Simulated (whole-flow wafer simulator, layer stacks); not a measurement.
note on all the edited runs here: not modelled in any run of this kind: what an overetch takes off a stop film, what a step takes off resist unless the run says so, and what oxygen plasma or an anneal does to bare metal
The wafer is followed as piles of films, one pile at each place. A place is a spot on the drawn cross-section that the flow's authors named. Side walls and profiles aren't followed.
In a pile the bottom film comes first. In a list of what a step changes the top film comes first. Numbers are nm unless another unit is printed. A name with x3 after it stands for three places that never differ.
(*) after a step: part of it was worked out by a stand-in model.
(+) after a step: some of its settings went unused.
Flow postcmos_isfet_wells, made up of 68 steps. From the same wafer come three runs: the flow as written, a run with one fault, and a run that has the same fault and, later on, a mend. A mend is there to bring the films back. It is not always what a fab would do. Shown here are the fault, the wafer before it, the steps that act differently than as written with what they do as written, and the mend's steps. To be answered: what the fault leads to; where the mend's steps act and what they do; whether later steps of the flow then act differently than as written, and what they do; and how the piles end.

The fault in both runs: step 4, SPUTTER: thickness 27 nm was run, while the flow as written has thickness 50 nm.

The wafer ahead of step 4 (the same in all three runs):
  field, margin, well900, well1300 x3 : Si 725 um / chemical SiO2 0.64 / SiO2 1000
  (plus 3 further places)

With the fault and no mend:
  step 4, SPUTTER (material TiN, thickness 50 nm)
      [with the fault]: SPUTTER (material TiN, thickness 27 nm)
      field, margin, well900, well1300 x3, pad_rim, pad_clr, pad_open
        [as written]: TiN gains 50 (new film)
        [with the fault]: TiN gains 27 (new film)
  Steps later in the flow that act otherwise than as written (not shown: 1 more step that differs only slightly, by at most 2% or 0.5 nm, whichever is larger):
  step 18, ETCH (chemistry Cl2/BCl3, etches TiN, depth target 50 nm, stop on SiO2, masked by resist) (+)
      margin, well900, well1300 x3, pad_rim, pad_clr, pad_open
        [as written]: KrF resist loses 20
        [with the fault]: KrF resist loses 16.2
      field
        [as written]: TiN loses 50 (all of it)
        [with the fault]: TiN loses 27 (all of it)
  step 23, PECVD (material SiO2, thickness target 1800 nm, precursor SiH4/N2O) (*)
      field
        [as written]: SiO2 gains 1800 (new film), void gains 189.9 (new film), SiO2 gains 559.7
        [with the fault]: SiO2 gains 1800 (new film), void gains 172.6 (new film), SiO2 gains 554
  At field, margin, well900, well1300 x3, pad_rim, pad_clr, pad_open, the piles at the end differ from the flow's by more than 2% or 0.5 nm, whichever is larger.
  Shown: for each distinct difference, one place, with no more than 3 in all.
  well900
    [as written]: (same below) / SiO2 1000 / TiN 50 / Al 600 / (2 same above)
    [with the fault]: (same below) / SiO2 1000 / TiN 27 / Al 600 / (2 same above)
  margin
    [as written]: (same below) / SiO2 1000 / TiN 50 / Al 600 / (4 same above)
    [with the fault]: (same below) / SiO2 1000 / TiN 27 / Al 600 / (4 same above)
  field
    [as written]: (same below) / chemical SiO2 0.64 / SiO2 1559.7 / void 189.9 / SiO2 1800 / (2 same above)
    [with the fault]: (same below) / chemical SiO2 0.64 / SiO2 1554 / void 172.6 / SiO2 1800 / (2 same above)

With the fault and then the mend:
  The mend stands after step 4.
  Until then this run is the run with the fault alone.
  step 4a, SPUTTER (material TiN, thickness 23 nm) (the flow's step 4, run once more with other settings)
      field, margin, well900, well1300 x3, pad_rim, pad_clr, pad_open
        TiN gains 23
  None of the later steps of the flow acts differently than as written at any place that is followed.
  By the end, the piles equal the flow's at every place that both follow.
